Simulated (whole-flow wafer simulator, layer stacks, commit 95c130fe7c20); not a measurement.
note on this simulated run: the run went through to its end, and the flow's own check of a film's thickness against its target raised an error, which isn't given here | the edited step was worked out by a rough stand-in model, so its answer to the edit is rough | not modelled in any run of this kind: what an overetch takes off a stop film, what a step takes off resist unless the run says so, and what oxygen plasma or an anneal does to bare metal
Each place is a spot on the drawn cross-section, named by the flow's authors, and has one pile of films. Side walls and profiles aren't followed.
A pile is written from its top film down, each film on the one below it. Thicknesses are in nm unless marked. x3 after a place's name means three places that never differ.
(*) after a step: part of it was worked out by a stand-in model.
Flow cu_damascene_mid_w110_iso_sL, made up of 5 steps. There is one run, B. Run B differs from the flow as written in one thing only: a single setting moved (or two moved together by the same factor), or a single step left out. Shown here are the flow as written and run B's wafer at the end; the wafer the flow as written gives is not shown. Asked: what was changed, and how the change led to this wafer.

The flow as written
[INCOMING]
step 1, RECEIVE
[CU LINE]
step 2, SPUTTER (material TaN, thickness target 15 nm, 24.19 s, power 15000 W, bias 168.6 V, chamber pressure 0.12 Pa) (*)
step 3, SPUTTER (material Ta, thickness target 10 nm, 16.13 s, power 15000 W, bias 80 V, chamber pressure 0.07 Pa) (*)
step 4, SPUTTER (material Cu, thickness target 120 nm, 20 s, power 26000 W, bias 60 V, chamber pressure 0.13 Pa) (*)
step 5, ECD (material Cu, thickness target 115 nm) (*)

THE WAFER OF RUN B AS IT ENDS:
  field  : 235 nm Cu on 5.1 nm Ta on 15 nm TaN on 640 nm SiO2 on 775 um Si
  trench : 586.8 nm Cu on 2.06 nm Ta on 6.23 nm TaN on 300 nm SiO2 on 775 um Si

Cause: step 3, SPUTTER: thickness target 5.1 nm was run, though the flow has thickness target 10 nm; step 3, SPUTTER: 8.259 s was run, where the flow has 16.13 s.
The wafer lets one read it off: field has Ta 5.1, and step 3 as written asks for 10 nm.

How this came from the change, step by step:
  step 3, SPUTTER (material Ta, thickness target 10 nm, 16.13 s, power 15000 W, bias 80 V, chamber pressure 0.07 Pa) (*)
      field: Ta gains 5.1 (new film) (as written it would have been: Ta gains 10 (new film))
      trench: Ta gains 2.06 (new film) (as written it would have been: Ta gains 4.05 (new film))
